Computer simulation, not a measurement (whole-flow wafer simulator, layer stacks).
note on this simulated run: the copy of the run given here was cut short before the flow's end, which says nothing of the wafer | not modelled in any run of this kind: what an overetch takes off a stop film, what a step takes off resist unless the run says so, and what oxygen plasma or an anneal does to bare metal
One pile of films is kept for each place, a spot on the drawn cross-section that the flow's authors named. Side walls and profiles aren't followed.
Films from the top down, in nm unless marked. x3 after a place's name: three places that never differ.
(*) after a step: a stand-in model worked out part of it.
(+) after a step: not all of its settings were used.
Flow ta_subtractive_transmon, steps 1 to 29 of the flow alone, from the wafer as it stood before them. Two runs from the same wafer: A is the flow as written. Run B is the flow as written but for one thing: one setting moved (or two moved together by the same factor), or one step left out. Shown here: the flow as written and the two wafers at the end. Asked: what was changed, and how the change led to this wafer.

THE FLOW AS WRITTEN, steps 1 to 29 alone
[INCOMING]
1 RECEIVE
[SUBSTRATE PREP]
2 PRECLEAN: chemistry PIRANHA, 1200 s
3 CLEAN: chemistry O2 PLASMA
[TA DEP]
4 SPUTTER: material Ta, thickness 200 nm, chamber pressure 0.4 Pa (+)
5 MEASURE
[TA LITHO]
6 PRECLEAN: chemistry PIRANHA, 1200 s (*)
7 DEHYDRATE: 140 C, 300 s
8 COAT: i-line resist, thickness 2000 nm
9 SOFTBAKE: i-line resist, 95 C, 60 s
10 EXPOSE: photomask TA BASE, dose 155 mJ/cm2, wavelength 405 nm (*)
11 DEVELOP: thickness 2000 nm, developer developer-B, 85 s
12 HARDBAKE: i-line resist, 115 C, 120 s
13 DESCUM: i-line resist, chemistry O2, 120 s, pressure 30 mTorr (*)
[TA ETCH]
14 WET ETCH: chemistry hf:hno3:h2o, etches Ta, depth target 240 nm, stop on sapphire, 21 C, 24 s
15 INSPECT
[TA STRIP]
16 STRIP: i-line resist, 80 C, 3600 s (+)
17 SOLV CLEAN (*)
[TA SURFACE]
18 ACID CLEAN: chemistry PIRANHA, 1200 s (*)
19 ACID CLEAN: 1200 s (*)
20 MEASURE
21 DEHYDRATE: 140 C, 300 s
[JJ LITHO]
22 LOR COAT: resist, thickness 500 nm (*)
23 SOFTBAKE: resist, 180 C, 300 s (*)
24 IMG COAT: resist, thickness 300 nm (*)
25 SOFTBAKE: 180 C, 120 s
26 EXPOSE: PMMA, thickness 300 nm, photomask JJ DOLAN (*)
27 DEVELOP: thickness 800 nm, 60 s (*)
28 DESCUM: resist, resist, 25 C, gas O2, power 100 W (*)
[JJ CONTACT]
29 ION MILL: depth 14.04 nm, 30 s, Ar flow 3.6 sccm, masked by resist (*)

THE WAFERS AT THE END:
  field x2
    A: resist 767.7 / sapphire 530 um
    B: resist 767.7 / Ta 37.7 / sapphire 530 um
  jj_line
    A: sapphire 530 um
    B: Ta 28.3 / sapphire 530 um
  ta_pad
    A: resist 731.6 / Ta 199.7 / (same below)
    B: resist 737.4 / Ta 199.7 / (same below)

The cause: step 14, WET ETCH: 16.2 s was run, where the flow has 24 s.

How the change led to this, step by step:
  14 WET ETCH: chemistry hf:hno3:h2o, etches Ta, depth target 240 nm, stop on sapphire, 21 C, 24 s
      field x2, jj_line, lead: A Ta -200 (all of it) | B Ta -162
  22 LOR COAT: resist, thickness 500 nm (*)
      ta_contact: A resist +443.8 (new film) | B resist +453.6 (new film)
  29 ION MILL: depth 14.04 nm, 30 s, Ar flow 3.6 sccm, masked by resist (*)
      jj_line, lead: A sapphire -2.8 | B Ta -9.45
Counting metal films that touch as one body, field x2 has 1 body; the flow as written gives 0 bodies.
Counting metal films that touch as one body, jj_line has 1 body; the flow as written gives 0 bodies.
